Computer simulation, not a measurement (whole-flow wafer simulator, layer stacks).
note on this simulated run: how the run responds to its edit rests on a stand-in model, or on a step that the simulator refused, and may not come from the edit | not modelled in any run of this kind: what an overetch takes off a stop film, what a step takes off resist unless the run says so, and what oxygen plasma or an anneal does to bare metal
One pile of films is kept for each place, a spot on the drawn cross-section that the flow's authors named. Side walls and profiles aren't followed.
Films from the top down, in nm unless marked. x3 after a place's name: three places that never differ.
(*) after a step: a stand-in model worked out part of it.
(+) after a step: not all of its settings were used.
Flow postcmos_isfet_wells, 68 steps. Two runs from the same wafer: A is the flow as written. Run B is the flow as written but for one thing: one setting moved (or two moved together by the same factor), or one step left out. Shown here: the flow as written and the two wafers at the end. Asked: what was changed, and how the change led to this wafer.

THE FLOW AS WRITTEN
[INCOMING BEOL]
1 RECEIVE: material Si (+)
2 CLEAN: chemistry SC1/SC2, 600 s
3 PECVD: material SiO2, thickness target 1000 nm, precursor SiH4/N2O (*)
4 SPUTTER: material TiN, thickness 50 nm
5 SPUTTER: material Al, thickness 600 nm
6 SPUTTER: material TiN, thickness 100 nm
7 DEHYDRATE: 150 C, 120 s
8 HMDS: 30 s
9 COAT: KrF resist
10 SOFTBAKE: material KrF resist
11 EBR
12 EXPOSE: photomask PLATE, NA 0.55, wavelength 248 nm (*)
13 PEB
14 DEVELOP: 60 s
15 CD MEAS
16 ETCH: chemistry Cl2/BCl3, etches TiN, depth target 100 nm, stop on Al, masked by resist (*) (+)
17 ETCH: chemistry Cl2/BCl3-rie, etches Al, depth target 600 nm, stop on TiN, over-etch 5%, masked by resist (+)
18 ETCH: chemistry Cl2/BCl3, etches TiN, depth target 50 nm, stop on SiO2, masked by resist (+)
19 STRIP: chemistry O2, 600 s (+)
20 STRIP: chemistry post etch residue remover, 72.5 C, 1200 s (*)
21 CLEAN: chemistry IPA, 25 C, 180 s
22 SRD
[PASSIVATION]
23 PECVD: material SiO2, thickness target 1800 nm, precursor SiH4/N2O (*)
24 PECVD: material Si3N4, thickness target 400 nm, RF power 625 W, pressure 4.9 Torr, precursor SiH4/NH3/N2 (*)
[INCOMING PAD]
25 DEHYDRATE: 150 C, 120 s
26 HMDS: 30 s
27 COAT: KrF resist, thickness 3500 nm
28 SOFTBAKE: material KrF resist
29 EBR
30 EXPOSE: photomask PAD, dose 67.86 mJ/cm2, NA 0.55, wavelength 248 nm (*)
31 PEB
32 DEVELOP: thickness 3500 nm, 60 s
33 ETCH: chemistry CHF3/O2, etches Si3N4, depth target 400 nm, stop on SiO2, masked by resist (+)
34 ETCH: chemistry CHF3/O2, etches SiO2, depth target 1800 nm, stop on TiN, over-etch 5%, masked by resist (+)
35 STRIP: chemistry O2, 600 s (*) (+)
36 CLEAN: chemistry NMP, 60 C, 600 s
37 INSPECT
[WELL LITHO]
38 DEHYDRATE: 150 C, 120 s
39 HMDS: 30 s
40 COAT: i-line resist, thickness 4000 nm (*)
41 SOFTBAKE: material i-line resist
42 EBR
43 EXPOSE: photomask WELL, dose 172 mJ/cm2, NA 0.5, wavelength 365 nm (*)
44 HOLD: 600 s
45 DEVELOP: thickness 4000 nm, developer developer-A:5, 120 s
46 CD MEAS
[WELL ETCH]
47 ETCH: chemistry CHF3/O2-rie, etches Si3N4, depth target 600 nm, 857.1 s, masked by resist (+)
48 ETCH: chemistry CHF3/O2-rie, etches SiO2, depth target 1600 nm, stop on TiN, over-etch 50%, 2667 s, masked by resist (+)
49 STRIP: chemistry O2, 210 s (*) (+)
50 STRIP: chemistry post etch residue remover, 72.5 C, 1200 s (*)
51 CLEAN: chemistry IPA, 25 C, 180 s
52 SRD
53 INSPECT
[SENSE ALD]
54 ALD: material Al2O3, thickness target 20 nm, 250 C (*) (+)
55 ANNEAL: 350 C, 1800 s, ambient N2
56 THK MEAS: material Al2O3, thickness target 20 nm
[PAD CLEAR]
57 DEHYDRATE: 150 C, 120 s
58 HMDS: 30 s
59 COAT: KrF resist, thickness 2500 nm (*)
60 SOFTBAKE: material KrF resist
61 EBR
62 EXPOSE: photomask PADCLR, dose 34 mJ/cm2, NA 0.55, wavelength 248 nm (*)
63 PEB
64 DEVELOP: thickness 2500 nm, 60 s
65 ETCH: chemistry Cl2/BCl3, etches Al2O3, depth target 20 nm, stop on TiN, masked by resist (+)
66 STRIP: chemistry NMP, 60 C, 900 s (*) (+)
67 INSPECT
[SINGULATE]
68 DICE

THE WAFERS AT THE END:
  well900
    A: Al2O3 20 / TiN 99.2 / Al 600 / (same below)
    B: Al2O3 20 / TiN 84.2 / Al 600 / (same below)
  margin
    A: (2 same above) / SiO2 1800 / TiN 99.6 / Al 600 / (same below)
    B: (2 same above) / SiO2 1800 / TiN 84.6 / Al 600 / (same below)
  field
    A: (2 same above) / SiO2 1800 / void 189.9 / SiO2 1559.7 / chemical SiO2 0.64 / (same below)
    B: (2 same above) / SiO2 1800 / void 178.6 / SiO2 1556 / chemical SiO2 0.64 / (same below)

The cause: step 6, SPUTTER: thickness 85 nm was run, where the flow has thickness 100 nm.

How the change led to this, step by step:
  6 SPUTTER: material TiN, thickness 100 nm
      field, margin, well900, well1300 x3, pad_rim, pad_clr, pad_open: A TiN +100 (new film) | B TiN +85 (new film)
  16 ETCH: chemistry Cl2/BCl3, etches TiN, depth target 100 nm, stop on Al, masked by resist (*) (+)
      field: A TiN -100 (all of it) | B TiN -85 (all of it)
  23 PECVD: material SiO2, thickness target 1800 nm, precursor SiH4/N2O (*)
      field: A SiO2 +1800 (new film), void +189.9 (new film), SiO2 +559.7 | B SiO2 +1800 (new film), void +178.6 (new film), SiO2 +556
